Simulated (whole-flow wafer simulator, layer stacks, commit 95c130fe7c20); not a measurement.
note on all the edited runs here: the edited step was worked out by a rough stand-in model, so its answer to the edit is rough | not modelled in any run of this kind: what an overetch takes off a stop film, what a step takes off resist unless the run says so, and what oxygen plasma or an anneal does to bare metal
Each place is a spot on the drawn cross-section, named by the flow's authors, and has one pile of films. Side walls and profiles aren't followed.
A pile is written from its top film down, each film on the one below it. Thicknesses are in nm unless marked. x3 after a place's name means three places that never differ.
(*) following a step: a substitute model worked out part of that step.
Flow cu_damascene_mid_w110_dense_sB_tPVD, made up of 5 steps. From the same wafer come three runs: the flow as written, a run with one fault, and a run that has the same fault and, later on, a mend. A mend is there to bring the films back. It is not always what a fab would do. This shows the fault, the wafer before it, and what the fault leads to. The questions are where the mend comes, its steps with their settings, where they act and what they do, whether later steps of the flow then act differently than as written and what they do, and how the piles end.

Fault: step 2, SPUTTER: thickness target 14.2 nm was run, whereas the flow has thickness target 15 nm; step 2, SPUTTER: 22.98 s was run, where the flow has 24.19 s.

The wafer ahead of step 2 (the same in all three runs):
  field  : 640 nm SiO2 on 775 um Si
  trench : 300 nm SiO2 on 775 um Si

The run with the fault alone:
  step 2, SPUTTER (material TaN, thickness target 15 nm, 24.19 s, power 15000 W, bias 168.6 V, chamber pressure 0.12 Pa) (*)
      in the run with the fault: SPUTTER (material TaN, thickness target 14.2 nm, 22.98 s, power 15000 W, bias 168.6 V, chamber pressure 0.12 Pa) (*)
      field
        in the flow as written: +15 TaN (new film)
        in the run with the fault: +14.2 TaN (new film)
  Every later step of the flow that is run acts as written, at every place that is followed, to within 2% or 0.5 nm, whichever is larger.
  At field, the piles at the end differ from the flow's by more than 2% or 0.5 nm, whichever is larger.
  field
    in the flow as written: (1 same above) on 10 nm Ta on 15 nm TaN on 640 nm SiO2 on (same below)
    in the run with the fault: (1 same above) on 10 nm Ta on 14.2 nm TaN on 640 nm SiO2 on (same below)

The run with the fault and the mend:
  The mend stands after step 2.
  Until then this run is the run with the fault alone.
  step 2a, SPUTTER (material TaN, thickness target 0.8 nm, 1.29 s, power 15000 W, bias 168.6 V, chamber pressure 0.12 Pa) (*) (the flow's step 2 again, with other settings)
      field
        +0.8 TaN
      trench
        +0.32 TaN
  Every later step of the flow that is run acts as written, at every place that is followed, to within 2% or 0.5 nm, whichever is larger.
  When the end is reached, the piles differ only a little from the flow's at the places that both follow, at most by 2% or 0.5 nm, whichever is larger.
